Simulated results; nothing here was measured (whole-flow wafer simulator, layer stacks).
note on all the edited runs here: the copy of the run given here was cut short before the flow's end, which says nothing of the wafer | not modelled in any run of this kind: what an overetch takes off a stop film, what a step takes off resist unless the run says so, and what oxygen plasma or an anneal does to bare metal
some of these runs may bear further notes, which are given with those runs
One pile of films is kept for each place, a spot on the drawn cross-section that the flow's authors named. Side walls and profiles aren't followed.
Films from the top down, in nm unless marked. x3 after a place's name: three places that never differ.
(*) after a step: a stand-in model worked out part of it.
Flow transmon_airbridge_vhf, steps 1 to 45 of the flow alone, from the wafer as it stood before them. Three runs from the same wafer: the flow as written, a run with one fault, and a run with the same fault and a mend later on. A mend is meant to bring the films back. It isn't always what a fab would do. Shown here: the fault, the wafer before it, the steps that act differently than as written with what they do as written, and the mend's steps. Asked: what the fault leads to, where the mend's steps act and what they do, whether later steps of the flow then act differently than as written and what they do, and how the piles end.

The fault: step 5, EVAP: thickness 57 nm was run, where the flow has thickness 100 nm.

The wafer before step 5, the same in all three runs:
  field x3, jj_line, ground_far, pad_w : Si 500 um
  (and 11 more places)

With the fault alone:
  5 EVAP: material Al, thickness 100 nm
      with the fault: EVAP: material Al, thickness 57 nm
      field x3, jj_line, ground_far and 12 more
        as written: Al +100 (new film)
        with the fault: Al +57 (new film)
  Later steps of the flow that act differently than as written (15 more steps differ only slightly, by at most 2% or 0.5 nm, whichever is larger, and aren't shown):
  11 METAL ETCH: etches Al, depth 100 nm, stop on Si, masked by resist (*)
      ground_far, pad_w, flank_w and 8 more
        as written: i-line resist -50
        with the fault: i-line resist -42.8
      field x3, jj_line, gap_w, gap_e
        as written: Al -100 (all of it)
        with the fault: Al -57 (all of it)
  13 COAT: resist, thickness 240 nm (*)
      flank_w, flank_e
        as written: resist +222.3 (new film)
        with the fault: resist +229.4 (new film)
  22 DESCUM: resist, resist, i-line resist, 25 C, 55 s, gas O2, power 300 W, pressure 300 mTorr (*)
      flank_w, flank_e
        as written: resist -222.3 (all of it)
        with the fault: resist -229.4 (all of it)
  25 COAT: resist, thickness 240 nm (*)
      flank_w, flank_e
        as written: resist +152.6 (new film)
        with the fault: resist +157.5 (new film)
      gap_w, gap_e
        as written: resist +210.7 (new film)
        with the fault: resist +206.1 (new film)
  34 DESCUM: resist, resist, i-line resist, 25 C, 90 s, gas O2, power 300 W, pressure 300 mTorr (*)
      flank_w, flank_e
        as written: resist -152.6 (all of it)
        with the fault: resist -157.5 (all of it)
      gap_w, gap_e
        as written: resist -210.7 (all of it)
        with the fault: resist -206.1 (all of it)
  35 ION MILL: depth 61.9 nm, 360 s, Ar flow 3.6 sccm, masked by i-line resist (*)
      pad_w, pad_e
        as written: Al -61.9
        with the fault: Al -57 (all of it), Si -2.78
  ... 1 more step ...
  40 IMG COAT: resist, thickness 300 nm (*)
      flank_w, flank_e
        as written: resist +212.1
        with the fault: resist +218.8
  At the end the piles differ from the flow's by more than 2% or 0.5 nm, whichever is larger, at ground_far, pad_w, flank_w and 8 more.
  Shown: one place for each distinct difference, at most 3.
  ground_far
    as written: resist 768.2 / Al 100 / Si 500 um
    with the fault: resist 768.2 / Al 57 / Si 500 um
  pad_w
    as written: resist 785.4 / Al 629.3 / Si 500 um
    with the fault: resist 785.6 / Al 591.3 / Si 500 um
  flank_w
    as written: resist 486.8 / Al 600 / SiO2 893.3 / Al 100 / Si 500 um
    with the fault: resist 492.8 / Al 600 / SiO2 893.1 / Al 57 / Si 500 um

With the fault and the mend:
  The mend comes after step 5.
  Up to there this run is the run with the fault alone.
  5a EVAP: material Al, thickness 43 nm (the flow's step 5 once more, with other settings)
      field x3, jj_line, ground_far and 12 more
        Al +43
  No later step of the flow acts differently than as written at any place that is followed.
  At the end the piles are the same as the flow's at every place that both follow.
